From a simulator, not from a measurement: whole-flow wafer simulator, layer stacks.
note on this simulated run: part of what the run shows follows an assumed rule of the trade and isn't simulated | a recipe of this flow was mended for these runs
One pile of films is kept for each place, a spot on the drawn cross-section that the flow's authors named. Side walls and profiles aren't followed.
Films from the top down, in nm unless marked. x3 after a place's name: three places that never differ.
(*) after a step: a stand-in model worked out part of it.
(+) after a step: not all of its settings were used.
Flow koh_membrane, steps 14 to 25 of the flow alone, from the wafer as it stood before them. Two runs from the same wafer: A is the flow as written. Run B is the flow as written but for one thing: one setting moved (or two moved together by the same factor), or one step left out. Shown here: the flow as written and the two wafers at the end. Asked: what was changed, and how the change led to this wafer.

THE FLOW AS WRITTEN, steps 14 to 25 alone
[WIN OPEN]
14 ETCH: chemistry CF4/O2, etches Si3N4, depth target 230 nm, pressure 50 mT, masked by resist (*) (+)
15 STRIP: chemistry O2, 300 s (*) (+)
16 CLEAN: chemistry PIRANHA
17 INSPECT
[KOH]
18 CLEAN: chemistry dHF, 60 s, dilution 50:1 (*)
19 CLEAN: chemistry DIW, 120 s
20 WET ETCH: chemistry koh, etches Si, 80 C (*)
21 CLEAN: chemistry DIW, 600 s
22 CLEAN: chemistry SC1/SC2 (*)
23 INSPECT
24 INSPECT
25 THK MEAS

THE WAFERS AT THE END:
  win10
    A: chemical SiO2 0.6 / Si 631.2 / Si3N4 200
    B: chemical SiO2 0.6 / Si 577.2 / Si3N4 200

The cause: step 14, ETCH: depth target 284 nm was run, where the flow has depth target 230 nm.

How the change led to this, step by step:
  14 ETCH: chemistry CF4/O2, etches Si3N4, depth target 230 nm, pressure 50 mT, masked by resist (*) (+)
      win20 x4, win10: A Si3N4 -200 (all of it), chemical SiO2 -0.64 (all of it), Si -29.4 | B Si3N4 -200 (all of it), chemical SiO2 -0.64 (all of it), Si -83.4
      field: A i-line-resist -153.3 | B i-line-resist -189.3
  15 STRIP: chemistry O2, 300 s (*) (+)
      field: A i-line-resist -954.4 (all of it) | B i-line-resist -918.4 (all of it)
